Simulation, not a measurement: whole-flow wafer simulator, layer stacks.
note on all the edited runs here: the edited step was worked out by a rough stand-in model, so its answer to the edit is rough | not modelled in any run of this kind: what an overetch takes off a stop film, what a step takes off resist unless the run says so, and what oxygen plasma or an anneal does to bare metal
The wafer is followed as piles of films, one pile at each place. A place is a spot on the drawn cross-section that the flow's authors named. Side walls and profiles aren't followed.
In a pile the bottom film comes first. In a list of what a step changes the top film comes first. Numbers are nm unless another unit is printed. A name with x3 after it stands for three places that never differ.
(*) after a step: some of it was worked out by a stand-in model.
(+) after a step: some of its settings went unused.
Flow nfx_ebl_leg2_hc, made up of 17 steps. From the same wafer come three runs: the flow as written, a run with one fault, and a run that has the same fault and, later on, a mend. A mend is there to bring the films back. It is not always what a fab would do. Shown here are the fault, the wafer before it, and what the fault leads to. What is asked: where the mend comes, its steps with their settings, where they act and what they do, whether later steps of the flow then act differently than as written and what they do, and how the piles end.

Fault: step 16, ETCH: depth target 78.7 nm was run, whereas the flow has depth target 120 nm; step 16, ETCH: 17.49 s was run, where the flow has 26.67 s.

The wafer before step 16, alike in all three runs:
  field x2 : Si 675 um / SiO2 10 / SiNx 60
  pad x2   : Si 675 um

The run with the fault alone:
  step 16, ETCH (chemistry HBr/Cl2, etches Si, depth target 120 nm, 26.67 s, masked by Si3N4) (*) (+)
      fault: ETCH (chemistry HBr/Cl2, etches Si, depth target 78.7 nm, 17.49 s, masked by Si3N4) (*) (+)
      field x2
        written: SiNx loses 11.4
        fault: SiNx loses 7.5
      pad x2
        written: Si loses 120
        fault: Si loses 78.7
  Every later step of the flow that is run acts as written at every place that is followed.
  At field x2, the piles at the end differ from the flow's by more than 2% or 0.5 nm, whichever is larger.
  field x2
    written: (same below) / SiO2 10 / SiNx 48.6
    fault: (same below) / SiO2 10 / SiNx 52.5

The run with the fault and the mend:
  The mend stands after step 17.
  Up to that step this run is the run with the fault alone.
  step 17a, ETCH (chemistry HBr/Cl2, etches Si, depth target 41.3 nm, 9.173 s, masked by Si3N4) (*) (+) (a further turn of the flow's step 16, with different settings)
      field x2
        SiNx loses 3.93
      pad x2
        Si loses 41.3
  Every later step of the flow that is run acts as written at every place that is followed.
  By the end, the piles equal the flow's at every place that both follow.
